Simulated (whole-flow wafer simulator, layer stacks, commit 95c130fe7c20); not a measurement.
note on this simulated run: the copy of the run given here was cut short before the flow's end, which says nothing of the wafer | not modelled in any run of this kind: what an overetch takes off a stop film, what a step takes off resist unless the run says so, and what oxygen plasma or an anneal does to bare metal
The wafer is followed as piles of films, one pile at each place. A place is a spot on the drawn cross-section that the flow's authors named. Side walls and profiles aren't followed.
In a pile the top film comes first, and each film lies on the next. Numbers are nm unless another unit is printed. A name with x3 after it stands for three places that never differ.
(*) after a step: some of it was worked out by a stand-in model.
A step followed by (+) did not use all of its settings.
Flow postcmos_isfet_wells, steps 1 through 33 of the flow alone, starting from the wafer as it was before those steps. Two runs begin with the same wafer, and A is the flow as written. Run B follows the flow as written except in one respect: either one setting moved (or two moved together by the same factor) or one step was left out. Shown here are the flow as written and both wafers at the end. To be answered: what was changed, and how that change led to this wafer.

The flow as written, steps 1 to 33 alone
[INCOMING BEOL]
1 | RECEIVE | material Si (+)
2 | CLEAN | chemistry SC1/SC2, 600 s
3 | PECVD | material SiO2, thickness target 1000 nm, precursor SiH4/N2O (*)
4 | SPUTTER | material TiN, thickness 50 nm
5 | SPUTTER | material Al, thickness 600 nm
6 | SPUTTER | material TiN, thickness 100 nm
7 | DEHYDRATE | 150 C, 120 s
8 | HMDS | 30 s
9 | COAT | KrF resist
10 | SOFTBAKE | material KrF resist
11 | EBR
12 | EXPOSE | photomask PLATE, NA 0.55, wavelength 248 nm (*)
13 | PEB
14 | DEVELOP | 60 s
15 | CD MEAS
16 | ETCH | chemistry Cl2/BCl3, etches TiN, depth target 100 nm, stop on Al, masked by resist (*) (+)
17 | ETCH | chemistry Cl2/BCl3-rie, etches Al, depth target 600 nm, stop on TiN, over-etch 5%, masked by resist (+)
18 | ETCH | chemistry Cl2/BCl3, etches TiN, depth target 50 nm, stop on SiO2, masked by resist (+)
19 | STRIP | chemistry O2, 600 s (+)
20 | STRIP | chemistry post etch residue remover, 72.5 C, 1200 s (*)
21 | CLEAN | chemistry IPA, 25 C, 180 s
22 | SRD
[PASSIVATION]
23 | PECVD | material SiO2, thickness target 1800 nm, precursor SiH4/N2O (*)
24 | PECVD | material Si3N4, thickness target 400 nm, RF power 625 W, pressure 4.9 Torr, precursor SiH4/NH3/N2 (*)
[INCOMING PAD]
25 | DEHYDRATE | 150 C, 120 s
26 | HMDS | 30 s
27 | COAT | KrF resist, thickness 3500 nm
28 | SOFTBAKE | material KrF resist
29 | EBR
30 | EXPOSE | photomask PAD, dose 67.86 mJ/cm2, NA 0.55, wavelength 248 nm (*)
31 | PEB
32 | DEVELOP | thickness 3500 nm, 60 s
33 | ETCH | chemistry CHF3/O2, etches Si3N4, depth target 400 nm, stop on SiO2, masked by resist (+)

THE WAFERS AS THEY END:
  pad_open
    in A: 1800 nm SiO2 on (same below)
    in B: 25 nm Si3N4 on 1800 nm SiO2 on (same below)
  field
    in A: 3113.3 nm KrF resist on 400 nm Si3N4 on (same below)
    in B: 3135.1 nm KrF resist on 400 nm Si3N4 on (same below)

Cause: step 33, ETCH: depth target 375 nm was run, while the flow as written has depth target 400 nm.

The path from the change to this, step by step:
  33 | ETCH | chemistry CHF3/O2, etches Si3N4, depth target 400 nm, stop on SiO2, masked by resist (+)
      pad_open: A -400 Si3N4 (all of it) | B -375 Si3N4
      field, margin x7: A -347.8 KrF resist | B -326.1 KrF resist
